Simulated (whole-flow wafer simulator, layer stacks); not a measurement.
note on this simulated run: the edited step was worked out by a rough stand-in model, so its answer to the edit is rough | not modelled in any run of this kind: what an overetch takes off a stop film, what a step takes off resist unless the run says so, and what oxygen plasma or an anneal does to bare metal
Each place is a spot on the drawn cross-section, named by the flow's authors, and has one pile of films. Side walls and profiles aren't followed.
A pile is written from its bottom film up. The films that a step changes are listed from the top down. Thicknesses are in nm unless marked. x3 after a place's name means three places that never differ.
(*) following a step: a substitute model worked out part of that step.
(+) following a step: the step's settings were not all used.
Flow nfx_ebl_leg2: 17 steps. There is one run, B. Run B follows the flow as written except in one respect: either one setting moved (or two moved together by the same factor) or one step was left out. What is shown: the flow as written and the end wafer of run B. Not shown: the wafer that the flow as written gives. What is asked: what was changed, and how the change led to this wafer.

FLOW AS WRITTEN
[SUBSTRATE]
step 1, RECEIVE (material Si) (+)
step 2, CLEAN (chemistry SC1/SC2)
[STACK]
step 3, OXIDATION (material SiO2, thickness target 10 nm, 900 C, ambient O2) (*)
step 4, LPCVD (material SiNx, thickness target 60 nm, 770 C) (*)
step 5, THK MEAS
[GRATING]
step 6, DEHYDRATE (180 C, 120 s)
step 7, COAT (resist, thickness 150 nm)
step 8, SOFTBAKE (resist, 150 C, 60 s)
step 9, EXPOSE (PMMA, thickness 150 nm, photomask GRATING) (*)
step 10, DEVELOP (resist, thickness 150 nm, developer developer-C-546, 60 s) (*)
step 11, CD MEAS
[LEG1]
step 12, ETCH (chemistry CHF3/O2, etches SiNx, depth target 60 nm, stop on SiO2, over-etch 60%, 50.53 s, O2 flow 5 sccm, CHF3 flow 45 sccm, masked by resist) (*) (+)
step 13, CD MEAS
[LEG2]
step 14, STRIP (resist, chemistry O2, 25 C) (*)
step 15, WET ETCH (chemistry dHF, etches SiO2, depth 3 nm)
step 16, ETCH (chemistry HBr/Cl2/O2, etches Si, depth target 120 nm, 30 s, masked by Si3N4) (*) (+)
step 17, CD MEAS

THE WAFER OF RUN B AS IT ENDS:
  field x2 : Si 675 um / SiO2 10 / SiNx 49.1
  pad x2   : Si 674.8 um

The reason: step 16, ETCH: depth target 192 nm was run, while the flow as written has depth target 120 nm; step 16, ETCH: 48 s was run, where the flow has 30 s.

How this came from the change, step by step:
  step 16, ETCH (chemistry HBr/Cl2/O2, etches Si, depth target 120 nm, 30 s, masked by Si3N4) (*) (+)
      field x2: SiNx loses 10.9 (it would be, as written: SiNx loses 6.82)
      pad x2: Si loses 192 (it would be, as written: Si loses 120)
